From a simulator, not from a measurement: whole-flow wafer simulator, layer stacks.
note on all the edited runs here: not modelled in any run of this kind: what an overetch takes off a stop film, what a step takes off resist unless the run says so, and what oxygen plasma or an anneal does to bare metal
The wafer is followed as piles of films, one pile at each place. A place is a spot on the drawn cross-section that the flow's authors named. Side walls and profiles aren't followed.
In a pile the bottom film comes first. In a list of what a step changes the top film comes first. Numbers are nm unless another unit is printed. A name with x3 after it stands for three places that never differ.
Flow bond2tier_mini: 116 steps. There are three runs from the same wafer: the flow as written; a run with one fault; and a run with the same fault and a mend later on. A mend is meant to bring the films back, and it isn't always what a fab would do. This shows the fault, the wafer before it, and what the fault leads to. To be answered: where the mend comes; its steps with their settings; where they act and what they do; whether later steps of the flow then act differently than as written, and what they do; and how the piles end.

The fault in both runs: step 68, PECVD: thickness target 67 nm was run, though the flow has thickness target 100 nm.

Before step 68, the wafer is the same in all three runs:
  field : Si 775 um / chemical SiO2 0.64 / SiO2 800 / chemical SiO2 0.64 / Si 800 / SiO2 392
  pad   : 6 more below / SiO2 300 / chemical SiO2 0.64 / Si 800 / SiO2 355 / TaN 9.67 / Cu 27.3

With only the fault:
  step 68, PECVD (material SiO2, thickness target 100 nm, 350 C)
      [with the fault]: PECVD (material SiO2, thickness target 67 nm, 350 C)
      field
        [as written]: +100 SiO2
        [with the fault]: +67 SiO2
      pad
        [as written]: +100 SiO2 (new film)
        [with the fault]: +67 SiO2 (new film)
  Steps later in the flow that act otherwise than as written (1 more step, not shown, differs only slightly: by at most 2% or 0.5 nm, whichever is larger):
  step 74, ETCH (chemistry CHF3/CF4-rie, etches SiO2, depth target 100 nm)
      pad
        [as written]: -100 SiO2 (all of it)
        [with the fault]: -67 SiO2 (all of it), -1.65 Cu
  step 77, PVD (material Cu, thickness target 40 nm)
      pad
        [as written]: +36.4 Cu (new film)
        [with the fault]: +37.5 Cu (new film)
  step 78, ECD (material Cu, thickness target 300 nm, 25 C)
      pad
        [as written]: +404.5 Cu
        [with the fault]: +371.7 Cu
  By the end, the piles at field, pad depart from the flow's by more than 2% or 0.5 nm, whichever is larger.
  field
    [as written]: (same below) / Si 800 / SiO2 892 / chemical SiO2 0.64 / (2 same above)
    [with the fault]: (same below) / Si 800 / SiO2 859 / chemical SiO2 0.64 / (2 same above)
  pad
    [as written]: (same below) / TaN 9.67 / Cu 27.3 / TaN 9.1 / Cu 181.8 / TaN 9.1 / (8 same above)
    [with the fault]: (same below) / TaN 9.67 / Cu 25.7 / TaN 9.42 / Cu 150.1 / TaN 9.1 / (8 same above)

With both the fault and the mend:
  The mend stands after step 68.
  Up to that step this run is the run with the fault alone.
  step 68a, PECVD (material SiO2, thickness target 33 nm, 350 C) (the flow's step 68 again, with other settings)
      field, pad
        +33 SiO2
  Later steps of the flow that are run all act as written at every place that is followed.
  By the end, the piles equal the flow's at every place that both follow.
